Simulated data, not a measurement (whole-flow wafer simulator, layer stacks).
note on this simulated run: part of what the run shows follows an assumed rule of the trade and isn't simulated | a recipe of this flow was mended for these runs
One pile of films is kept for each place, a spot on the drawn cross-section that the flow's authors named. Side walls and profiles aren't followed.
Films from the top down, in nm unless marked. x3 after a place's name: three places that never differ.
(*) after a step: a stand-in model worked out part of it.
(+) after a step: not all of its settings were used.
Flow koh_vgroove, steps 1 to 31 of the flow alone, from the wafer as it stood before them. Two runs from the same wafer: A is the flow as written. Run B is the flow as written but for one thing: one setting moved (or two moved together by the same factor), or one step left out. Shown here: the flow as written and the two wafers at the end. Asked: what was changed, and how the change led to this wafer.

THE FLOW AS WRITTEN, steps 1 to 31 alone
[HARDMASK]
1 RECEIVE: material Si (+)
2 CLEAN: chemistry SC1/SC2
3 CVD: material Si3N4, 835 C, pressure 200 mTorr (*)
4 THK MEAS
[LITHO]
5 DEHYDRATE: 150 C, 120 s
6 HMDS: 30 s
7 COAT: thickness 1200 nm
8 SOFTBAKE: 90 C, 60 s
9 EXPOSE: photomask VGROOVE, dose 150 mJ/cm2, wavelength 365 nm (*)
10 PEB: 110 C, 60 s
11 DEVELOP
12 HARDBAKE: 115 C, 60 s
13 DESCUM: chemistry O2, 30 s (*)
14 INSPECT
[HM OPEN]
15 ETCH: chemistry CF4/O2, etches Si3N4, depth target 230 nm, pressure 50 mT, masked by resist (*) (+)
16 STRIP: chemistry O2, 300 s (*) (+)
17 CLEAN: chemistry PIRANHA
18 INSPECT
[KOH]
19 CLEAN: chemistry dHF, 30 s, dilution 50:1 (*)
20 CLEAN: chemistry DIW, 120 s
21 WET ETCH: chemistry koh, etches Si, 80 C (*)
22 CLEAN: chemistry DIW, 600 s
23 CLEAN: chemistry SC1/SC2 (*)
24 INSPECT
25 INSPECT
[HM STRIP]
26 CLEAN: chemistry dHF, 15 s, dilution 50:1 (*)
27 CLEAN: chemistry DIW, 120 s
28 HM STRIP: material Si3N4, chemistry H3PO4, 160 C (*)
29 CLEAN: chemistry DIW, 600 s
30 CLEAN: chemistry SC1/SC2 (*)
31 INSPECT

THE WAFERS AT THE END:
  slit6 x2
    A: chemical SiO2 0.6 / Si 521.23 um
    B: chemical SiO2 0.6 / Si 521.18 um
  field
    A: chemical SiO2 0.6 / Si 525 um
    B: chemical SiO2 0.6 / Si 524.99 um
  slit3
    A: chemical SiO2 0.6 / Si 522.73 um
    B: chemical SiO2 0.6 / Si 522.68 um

The cause: step 3, CVD: 808 C was run, where the flow has 835 C.

How the change led to this, step by step:
  3 CVD: material Si3N4, 835 C, pressure 200 mTorr (*)
      field, slit3, slit2, slit6 x2: A Si3N4 +200 (new film) | B Si3N4 +147.7 (new film)
  15 ETCH: chemistry CF4/O2, etches Si3N4, depth target 230 nm, pressure 50 mT, masked by resist (*) (+)
      slit3, slit2, slit6 x2: A Si3N4 -200 (all of it), chemical SiO2 -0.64 (all of it), Si -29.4 | B Si3N4 -147.7 (all of it), chemical SiO2 -0.64 (all of it), Si -81.6
  28 HM STRIP: material Si3N4, chemistry H3PO4, 160 C (*)
      field: A Si3N4 -198.7 (all of it), chemical SiO2 -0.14, Si -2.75 | B Si3N4 -146.5 (all of it), chemical SiO2 -0.14, Si -5.36
